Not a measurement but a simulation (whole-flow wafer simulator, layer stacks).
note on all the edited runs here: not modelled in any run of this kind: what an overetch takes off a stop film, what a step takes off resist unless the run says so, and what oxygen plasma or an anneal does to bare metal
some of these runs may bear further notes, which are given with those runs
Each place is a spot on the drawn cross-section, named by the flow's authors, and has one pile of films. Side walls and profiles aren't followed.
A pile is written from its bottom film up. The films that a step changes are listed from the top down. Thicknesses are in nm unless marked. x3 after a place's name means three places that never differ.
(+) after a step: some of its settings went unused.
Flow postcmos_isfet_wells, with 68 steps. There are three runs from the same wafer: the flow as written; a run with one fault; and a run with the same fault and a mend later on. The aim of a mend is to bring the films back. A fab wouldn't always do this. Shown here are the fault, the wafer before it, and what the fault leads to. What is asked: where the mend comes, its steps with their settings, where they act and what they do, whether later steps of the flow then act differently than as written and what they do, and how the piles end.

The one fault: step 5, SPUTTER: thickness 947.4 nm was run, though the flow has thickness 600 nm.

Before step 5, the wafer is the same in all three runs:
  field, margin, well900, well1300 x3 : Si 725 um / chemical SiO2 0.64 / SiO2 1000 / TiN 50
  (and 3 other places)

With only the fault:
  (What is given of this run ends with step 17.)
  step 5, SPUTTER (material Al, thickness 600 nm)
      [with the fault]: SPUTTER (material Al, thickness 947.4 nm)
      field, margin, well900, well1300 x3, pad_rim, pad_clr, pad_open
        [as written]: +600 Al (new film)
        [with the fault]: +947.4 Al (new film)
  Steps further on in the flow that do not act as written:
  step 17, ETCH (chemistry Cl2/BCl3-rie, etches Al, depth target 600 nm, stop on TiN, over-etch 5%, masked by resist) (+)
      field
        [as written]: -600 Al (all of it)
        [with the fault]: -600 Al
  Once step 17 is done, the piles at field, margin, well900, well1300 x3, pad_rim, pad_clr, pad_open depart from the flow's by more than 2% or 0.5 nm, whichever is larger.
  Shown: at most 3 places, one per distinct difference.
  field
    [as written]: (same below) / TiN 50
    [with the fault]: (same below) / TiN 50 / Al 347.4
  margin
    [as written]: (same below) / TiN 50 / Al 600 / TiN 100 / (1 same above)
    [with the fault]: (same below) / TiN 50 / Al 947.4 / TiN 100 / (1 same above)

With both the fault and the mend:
  The mend stands after step 5.
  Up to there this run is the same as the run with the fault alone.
  step 5a, ETCH (chemistry al pan, depth target 347.4 nm)
      field, margin, well900, well1300 x3, pad_rim, pad_clr, pad_open
        -347.4 Al
  Later steps of the flow that are run all act as written at every place that is followed.
  At every place that both follow, the piles at the end match the flow's.
